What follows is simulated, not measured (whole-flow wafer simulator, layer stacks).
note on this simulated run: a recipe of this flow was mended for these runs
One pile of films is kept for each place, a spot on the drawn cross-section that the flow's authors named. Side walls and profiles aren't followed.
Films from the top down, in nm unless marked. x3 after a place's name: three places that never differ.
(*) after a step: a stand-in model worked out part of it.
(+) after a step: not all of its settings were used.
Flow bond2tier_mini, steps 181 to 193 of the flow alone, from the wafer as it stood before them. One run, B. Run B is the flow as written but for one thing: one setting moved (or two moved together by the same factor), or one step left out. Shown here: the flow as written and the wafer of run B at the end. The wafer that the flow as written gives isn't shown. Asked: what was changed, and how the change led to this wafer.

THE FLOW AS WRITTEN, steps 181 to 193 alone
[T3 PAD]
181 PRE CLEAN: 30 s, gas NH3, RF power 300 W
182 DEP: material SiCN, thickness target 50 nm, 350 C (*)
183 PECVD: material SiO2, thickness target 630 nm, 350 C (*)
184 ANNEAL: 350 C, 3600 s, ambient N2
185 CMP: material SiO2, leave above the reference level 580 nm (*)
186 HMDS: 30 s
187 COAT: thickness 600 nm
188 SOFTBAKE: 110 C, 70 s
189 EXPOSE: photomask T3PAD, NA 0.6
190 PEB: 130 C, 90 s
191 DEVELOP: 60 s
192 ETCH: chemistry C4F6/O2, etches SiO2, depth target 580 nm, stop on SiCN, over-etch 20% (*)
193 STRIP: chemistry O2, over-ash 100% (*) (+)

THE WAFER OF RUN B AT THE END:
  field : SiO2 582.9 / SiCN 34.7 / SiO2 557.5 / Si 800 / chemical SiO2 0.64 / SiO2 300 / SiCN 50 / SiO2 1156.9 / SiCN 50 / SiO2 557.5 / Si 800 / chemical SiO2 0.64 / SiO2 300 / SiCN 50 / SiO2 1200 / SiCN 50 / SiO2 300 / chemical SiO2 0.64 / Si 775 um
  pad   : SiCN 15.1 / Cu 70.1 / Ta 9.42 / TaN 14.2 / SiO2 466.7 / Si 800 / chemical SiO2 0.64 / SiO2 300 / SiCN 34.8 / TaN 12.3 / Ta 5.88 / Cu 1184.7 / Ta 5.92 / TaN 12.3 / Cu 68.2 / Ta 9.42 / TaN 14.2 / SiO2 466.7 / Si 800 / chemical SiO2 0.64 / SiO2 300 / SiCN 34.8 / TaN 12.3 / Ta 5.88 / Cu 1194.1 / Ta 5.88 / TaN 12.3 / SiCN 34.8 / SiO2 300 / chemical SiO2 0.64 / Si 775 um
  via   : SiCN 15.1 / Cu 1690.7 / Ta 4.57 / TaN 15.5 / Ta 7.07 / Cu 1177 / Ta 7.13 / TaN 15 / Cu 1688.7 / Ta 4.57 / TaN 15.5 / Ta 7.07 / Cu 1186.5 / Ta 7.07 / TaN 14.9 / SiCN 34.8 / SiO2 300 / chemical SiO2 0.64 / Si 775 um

The cause: step 182, DEP: thickness target 34.7 nm was run, where the flow has thickness target 50 nm.
It can be read off the wafer: field has SiCN 34.7, and step 182 as written asks for 50 nm.

How the change led to this, step by step:
  182 DEP: material SiCN, thickness target 50 nm, 350 C (*)
      field, pad, via: SiCN +34.7 (new film) (as written it would be: SiCN +50 (new film))
